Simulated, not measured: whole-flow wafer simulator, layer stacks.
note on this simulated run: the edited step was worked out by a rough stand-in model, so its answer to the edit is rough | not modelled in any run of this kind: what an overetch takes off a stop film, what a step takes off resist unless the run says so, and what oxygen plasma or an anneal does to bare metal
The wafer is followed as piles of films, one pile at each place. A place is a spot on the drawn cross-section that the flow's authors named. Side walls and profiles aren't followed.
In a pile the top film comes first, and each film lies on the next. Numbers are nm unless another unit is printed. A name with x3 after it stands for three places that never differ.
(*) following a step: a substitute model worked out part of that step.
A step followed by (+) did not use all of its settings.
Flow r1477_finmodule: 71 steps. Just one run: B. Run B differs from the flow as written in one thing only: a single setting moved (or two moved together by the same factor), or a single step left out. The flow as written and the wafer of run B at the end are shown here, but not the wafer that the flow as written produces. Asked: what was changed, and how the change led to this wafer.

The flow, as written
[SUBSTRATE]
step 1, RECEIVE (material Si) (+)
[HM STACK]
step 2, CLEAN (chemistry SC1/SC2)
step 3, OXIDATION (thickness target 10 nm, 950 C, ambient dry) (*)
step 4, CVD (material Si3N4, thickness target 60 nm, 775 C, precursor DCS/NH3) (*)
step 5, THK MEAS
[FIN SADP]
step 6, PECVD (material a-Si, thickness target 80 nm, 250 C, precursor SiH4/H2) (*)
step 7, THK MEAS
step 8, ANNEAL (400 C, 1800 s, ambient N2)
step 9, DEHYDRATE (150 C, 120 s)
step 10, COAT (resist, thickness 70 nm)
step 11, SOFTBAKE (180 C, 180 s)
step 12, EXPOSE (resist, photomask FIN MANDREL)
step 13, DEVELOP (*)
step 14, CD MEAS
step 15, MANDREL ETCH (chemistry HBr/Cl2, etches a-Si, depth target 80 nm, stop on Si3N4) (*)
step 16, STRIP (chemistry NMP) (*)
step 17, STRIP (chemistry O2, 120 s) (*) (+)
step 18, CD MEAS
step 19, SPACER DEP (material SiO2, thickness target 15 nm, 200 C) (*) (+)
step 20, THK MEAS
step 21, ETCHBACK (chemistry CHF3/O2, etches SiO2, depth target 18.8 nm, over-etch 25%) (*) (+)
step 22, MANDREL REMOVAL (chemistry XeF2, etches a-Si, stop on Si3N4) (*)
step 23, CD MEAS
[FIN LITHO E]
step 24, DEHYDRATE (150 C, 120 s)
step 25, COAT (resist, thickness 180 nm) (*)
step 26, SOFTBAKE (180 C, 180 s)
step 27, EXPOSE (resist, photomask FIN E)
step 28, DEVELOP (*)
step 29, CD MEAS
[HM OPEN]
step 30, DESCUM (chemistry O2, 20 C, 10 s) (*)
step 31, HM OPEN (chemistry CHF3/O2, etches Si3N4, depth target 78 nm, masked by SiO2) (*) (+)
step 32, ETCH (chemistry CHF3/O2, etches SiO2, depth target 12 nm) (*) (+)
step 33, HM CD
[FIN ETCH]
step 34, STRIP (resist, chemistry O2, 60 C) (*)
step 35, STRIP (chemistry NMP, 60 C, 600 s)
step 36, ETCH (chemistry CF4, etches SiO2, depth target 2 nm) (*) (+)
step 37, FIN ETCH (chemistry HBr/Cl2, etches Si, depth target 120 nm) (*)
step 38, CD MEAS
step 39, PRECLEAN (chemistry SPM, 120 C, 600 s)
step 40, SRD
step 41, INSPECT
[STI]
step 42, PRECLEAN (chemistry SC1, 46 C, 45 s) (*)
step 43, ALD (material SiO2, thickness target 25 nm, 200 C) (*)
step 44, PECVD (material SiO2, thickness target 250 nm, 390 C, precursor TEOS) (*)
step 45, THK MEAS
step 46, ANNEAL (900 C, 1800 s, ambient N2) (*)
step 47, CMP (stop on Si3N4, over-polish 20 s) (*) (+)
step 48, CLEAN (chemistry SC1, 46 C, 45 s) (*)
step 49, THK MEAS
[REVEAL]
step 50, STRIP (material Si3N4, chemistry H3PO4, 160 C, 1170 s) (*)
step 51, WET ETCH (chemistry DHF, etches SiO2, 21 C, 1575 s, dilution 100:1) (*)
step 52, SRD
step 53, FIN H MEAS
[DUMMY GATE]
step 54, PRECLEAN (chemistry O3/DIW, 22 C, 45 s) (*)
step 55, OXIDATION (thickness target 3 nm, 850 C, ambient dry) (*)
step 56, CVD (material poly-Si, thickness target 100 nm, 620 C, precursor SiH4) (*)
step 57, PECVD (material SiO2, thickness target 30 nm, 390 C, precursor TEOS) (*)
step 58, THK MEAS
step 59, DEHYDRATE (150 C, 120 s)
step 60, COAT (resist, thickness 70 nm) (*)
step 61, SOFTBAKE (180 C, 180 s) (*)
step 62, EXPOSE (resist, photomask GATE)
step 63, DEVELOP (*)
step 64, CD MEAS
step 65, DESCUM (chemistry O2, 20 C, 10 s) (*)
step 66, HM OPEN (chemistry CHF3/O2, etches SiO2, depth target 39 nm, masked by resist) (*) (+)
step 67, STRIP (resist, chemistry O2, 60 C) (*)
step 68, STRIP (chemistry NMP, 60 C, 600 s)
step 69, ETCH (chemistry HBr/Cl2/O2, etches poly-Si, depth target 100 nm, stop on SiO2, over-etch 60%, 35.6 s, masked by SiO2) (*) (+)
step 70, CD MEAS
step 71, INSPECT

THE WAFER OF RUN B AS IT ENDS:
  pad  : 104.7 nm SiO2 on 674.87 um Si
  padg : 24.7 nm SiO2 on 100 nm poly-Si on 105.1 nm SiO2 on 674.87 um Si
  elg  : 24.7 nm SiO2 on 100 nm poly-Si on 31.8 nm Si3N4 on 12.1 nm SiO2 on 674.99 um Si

The reason: step 3, OXIDATION: thickness target 12.1 nm was run, whereas the flow has thickness target 10 nm.
One can read it off the wafer: elg has SiO2 12.1, and step 3 as written asks for 10 nm.

How this came from the change, step by step:
  step 3, OXIDATION (thickness target 10 nm, 950 C, ambient dry) (*)
      pad, padg, elg and 33 more: +12.1 SiO2 (new film), -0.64 chemical SiO2 (all of it), -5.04 Si (it would be, as written: +10 SiO2 (new film), -0.64 chemical SiO2 (all of it), -4.12 Si)
  step 31, HM OPEN (chemistry CHF3/O2, etches Si3N4, depth target 78 nm, masked by SiO2) (*) (+)
      pad, padg, esg and 13 more: -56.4 Si3N4 (all of it), -10.8 SiO2 (it would be, as written: -56.4 Si3N4 (all of it), -10 SiO2 (all of it))
  step 32, ETCH (chemistry CHF3/O2, etches SiO2, depth target 12 nm) (*) (+)
      pad, padg, e40sg and 11 more: -1.29 SiO2 (all of it), -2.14 Si (it would be, as written: -2.4 Si)
      esg, eso: -1.29 SiO2 (all of it), -2.14 Si (it would be, as written: -1.77 Si)
      (as well as at 6 more places)
  step 47, CMP (stop on Si3N4, over-polish 20 s) (*) (+)
      pad, padg, e40sg and 11 more: -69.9 SiO2 (it would be, as written: -71.8 SiO2)
      eso: -69.9 SiO2 (it would be, as written: -72.4 SiO2)
  step 51, WET ETCH (chemistry DHF, etches SiO2, 21 C, 1575 s, dilution 100:1) (*)
      s40sg_line, s45sg_line, s50sg_line, s40so_line, s45so_line, s50so_line: -10.7 SiO2 (all of it) (it would be, as written: -8.63 SiO2 (all of it))
  step 60, COAT (resist, thickness 70 nm) (*)
      s40sg, s45sg, s40so, s45so: +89 resist (new film) (it would be, as written: +91 resist (new film))
      s50sg, s50so: +88.8 resist (new film) (it would be, as written: +90.9 resist (new film))
  step 63, DEVELOP (*)
      s40so, s45so: -89 resist (all of it) (it would be, as written: -91 resist (all of it))
      s50so: -88.8 resist (all of it) (it would be, as written: -90.9 resist (all of it))
  step 67, STRIP (resist, chemistry O2, 60 C) (*)
      s40sg: -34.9 resist (all of it) (it would be, as written: -36.9 resist (all of it))
      s45sg: -34.8 resist (all of it) (it would be, as written: -36.9 resist (all of it))
      (as well as at 1 more place)
